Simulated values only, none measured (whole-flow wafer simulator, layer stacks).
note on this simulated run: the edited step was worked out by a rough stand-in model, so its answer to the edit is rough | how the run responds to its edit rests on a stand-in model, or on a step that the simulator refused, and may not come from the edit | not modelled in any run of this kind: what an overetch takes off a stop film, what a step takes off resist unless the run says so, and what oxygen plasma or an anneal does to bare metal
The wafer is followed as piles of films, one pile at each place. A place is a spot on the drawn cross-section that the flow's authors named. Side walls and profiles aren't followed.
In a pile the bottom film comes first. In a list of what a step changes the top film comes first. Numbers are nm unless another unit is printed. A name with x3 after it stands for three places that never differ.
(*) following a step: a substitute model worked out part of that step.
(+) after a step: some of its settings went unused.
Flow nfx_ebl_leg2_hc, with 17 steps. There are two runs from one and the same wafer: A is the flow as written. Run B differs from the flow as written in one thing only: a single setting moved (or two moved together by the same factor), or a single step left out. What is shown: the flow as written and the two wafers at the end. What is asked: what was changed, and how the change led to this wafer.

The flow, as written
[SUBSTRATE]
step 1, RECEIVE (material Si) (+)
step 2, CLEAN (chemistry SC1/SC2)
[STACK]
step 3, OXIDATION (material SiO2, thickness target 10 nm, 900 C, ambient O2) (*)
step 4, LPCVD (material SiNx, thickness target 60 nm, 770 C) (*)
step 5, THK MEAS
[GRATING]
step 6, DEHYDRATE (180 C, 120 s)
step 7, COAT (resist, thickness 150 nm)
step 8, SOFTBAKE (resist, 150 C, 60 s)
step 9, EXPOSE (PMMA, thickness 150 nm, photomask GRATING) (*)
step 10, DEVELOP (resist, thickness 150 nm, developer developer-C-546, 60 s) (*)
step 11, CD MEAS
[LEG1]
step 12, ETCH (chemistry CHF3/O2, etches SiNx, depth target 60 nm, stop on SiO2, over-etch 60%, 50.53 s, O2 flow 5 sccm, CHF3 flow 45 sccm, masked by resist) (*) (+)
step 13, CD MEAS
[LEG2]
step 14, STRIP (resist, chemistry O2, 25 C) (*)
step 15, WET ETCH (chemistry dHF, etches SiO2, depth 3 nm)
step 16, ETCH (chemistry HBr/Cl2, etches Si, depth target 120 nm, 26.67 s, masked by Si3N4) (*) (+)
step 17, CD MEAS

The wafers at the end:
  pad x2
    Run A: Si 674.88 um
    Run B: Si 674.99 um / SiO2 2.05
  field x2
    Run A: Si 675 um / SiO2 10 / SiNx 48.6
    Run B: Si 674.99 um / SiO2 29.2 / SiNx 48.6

The reason: step 3, OXIDATION: 1012 C was run, though the flow has 900 C.

The path from the change to this, step by step:
  step 3, OXIDATION (material SiO2, thickness target 10 nm, 900 C, ambient O2) (*)
      field x2, pad x2: A SiO2 gains 10 (new film), chemical SiO2 loses 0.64 (all of it), Si loses 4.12 | B SiO2 gains 29.2 (new film), chemical SiO2 loses 0.64 (all of it), Si loses 12.6
  step 12, ETCH (chemistry CHF3/O2, etches SiNx, depth target 60 nm, stop on SiO2, over-etch 60%, 50.53 s, O2 flow 5 sccm, CHF3 flow 45 sccm, masked by resist) (*) (+)
      pad x2: A SiNx loses 60 (all of it), SiO2 loses 10 (all of it) | B SiNx loses 60 (all of it), SiO2 loses 18
  step 14, STRIP (resist, chemistry O2, 25 C) (*)
      pad x2: A chemical SiO2 gains 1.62 (new film), Si loses 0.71 | B nothing
  step 15, WET ETCH (chemistry dHF, etches SiO2, depth 3 nm)
      pad x2: A chemical SiO2 loses 1.62 (all of it) | B SiO2 loses 3
  step 16, ETCH (chemistry HBr/Cl2, etches Si, depth target 120 nm, 26.67 s, masked by Si3N4) (*) (+)
      pad x2: A Si loses 120 | B SiO2 loses 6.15
